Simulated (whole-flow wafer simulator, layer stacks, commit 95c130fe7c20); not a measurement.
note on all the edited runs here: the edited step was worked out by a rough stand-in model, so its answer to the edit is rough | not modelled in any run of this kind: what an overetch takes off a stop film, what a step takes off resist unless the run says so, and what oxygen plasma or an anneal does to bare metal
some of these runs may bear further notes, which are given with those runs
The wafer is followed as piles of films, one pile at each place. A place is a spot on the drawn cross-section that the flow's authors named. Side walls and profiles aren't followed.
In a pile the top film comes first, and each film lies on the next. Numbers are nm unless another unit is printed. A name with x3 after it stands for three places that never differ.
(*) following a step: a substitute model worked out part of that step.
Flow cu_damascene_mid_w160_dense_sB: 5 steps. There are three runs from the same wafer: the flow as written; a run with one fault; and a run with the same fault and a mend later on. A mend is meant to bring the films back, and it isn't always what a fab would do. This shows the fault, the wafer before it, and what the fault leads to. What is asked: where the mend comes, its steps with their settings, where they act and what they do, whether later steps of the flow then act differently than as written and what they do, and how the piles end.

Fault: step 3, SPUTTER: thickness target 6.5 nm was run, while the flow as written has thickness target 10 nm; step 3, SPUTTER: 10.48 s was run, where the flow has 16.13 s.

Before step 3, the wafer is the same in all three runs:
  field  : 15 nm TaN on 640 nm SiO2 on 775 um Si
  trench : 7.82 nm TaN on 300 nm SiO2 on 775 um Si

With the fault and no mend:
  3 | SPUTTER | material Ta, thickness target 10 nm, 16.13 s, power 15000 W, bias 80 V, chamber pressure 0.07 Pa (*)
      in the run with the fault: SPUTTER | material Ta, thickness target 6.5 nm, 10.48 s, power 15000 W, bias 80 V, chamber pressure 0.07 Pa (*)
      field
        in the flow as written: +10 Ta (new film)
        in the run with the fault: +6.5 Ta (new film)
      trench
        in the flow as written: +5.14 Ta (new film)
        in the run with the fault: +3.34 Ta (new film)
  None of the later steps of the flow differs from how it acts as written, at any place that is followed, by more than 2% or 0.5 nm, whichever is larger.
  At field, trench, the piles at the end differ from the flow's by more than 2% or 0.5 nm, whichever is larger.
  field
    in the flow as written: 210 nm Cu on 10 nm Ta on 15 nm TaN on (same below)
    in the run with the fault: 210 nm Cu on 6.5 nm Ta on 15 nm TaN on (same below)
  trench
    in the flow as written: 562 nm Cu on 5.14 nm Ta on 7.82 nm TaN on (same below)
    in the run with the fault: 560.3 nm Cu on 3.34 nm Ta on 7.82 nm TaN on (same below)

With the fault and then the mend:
  The mend follows step 3.
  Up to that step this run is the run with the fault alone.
  3a | SPUTTER | material Ta, thickness target 3.5 nm, 5.646 s, power 15000 W, bias 80 V, chamber pressure 0.07 Pa (*) (the flow's step 3, run once more with other settings)
      field
        +3.5 Ta
      trench
        +1.77 Ta
  None of the later steps of the flow differs from how it acts as written, at any place that is followed, by more than 2% or 0.5 nm, whichever is larger.
  The piles end only slightly different from the flow's at the places that both follow, by no more than 2% or 0.5 nm, whichever is larger.
